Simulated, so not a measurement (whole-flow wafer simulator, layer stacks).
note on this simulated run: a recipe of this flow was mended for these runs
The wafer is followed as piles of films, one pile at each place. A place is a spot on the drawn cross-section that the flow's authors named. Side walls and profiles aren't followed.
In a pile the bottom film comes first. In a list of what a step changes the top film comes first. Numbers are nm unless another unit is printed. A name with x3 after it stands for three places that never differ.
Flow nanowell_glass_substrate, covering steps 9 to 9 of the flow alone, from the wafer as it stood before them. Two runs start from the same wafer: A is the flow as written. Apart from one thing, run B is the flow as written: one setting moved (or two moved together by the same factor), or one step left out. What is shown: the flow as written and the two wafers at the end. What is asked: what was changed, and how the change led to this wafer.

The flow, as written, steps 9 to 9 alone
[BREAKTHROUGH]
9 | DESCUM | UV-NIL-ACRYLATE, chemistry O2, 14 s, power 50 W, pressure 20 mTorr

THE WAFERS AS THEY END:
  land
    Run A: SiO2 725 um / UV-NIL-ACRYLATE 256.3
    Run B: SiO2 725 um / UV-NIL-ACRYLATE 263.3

What caused this: step 9, DESCUM: 11.2 s was run, whereas the flow has 14 s.

The path from the change to this, step by step:
  9 | DESCUM | UV-NIL-ACRYLATE, chemistry O2, 14 s, power 50 W, pressure 20 mTorr
      land: A -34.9 UV-NIL-ACRYLATE | B -27.9 UV-NIL-ACRYLATE
